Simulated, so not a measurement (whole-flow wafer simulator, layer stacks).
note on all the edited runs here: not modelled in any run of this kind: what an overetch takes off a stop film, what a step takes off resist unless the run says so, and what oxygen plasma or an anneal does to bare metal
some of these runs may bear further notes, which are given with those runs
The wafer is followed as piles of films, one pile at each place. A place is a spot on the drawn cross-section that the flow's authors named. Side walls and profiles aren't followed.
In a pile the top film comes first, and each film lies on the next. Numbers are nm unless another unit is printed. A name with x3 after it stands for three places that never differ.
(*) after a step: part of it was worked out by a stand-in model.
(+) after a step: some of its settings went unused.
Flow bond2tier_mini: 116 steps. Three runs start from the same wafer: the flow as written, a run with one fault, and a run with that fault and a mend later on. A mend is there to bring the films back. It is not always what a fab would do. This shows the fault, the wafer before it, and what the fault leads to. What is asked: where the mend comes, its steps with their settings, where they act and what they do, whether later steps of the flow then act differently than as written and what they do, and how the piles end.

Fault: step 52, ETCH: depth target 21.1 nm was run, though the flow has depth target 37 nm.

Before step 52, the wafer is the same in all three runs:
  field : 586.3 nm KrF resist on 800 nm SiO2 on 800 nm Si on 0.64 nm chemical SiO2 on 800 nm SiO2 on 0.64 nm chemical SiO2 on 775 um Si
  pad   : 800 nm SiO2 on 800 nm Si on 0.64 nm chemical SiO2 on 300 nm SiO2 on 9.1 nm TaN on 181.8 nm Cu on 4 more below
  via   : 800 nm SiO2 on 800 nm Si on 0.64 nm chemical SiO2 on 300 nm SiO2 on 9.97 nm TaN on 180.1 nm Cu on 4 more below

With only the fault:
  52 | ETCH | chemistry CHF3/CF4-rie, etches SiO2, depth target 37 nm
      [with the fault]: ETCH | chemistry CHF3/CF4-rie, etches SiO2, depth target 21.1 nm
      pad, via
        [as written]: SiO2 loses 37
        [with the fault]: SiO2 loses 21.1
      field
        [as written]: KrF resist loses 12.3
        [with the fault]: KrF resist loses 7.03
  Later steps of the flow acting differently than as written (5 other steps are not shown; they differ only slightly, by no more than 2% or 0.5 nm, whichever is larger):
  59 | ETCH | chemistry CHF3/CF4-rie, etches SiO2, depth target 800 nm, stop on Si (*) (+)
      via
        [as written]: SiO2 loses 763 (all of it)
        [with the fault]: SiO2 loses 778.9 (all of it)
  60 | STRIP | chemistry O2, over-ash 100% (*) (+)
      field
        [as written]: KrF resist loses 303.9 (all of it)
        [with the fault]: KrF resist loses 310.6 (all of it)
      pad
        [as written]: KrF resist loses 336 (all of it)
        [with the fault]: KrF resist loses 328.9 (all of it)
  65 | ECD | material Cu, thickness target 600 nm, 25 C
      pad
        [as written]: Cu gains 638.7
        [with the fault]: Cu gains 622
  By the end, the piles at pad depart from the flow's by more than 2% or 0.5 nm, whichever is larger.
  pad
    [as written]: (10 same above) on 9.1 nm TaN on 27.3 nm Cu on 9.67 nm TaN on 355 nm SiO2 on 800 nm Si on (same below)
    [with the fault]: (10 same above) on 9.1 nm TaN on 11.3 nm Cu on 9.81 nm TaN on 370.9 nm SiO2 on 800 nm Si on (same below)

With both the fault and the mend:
  After step 53 comes the mend.
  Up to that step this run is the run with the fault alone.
  53a | COAT | KrF resist, thickness 600 nm (*) (the flow's step 47 again)
      field
        KrF resist gains 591 (new film)
      pad
        KrF resist gains 609.3 (new film)
      via
        KrF resist gains 608.2 (new film)
  53b | SOFTBAKE | KrF resist (the flow's step 48 again)
      leaves every film unchanged at each place that is followed
  53c | EXPOSE | photomask T2TRIM, NA 0.6 (the flow's step 49 again)
      leaves every film unchanged at each place that is followed
  53d | PEB | KrF resist (the flow's step 50 again)
      leaves every film unchanged at each place that is followed
  53e | DEVELOP | developer TMAH-0.26N, 60 s (the flow's step 51 again)
      field
        KrF resist loses 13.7
      pad
        KrF resist loses 609.3 (all of it)
      via
        KrF resist loses 608.2 (all of it)
  53f | ETCH | chemistry CHF3/CF4-rie, etches SiO2, depth target 15.9 nm (the flow's step 52 again, with other settings)
      pad, via
        SiO2 loses 15.9
      field
        KrF resist loses 5.3
  53g | STRIP | chemistry O2, over-ash 100% (+) (the flow's step 53 again)
      field
        KrF resist loses 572 (all of it)
  None of the later steps of the flow acts differently than as written at any place that is followed.
  By the end, the piles equal the flow's at every place that both follow.
